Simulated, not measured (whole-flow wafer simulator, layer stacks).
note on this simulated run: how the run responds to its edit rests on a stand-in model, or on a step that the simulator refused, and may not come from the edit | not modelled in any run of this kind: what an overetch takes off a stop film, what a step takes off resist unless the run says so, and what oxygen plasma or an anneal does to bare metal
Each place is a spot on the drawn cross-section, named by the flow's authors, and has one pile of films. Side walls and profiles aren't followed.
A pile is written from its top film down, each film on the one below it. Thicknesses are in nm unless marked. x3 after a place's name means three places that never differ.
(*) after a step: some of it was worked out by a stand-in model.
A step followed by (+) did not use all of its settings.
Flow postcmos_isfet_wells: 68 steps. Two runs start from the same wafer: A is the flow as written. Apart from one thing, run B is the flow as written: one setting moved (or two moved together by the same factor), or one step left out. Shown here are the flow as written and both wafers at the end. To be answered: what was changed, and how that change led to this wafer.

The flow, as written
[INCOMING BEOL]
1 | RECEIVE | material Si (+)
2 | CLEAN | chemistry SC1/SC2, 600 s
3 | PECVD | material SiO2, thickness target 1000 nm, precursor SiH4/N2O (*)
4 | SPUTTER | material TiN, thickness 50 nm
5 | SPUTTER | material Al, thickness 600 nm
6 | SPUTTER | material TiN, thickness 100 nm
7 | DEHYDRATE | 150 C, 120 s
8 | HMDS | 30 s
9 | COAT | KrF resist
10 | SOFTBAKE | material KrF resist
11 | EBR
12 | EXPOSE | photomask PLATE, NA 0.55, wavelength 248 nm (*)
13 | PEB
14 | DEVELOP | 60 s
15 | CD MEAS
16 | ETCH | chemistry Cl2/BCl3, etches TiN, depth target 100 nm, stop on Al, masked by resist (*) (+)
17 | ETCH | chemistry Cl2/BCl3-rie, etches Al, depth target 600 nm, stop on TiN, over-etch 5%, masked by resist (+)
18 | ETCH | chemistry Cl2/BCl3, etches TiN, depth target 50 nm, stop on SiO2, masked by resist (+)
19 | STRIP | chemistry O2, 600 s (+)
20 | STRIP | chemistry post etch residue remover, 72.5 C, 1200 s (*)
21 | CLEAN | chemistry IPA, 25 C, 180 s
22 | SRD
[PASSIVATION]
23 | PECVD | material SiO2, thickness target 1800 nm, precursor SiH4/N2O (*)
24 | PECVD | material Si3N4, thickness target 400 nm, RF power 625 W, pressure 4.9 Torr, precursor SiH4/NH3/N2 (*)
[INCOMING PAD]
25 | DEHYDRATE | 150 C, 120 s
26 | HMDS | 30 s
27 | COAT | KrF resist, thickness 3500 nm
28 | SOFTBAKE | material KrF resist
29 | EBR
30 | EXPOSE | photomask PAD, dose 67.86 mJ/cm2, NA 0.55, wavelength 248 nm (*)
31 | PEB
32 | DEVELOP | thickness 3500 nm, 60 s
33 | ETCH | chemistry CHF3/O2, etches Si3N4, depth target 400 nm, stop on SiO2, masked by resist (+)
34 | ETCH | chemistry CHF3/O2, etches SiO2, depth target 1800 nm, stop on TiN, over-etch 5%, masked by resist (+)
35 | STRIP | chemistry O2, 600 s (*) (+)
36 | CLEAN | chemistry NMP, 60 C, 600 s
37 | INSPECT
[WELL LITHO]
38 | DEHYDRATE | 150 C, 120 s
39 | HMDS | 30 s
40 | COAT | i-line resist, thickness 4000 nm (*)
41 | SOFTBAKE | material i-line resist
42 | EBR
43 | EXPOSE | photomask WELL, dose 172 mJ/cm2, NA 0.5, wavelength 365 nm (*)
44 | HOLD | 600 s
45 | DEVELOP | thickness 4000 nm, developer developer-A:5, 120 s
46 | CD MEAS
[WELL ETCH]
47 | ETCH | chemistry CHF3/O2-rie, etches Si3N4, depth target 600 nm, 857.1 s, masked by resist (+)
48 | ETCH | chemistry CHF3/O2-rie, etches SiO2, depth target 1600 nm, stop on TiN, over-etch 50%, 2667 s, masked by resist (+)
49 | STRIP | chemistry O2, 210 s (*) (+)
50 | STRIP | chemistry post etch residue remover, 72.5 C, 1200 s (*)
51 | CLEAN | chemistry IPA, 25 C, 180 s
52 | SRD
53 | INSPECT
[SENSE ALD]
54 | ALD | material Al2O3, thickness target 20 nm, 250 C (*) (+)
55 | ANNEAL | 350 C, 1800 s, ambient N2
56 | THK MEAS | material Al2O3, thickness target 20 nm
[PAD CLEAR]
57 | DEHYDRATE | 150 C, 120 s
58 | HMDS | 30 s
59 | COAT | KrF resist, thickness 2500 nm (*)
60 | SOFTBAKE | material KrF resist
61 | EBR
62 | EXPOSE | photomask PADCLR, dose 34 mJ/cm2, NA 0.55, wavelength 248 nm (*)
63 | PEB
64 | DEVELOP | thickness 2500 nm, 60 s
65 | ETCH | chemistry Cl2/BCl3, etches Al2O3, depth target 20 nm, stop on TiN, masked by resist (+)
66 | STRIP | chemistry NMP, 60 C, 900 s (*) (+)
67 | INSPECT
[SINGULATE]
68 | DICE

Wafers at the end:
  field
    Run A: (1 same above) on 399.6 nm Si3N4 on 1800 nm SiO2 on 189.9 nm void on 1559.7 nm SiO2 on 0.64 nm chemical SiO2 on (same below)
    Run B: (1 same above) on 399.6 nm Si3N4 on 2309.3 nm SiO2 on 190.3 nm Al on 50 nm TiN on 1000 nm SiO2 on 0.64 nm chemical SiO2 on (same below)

Cause: step 17, ETCH: depth target 354 nm was run, while the flow as written has depth target 600 nm.

The path from the change to this, step by step:
  17 | ETCH | chemistry Cl2/BCl3-rie, etches Al, depth target 600 nm, stop on TiN, over-etch 5%, masked by resist (+)
      field: A -600 Al (all of it) | B -354 Al
      margin, well900, well1300 x3, pad_rim, pad_clr, pad_open: A -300 KrF resist | B -177 KrF resist
  18 | ETCH | chemistry Cl2/BCl3, etches TiN, depth target 50 nm, stop on SiO2, masked by resist (+)
      field: A -50 TiN (all of it) | B -50 Al
  19 | STRIP | chemistry O2, 600 s (+)
      margin, well900, well1300 x3, pad_rim, pad_clr, pad_open: A -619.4 KrF resist (all of it) | B -742.4 KrF resist (all of it)
  20 | STRIP | chemistry post etch residue remover, 72.5 C, 1200 s (*)
      field: A nothing | B -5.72 Al
  23 | PECVD | material SiO2, thickness target 1800 nm, precursor SiH4/N2O (*)
      field: A +1800 SiO2 (new film), +189.9 void (new film), +559.7 SiO2 | B +2309.3 SiO2 (new film)
If metal films that touch count as one body, field has 1 body; the flow as written gives 0 bodies.
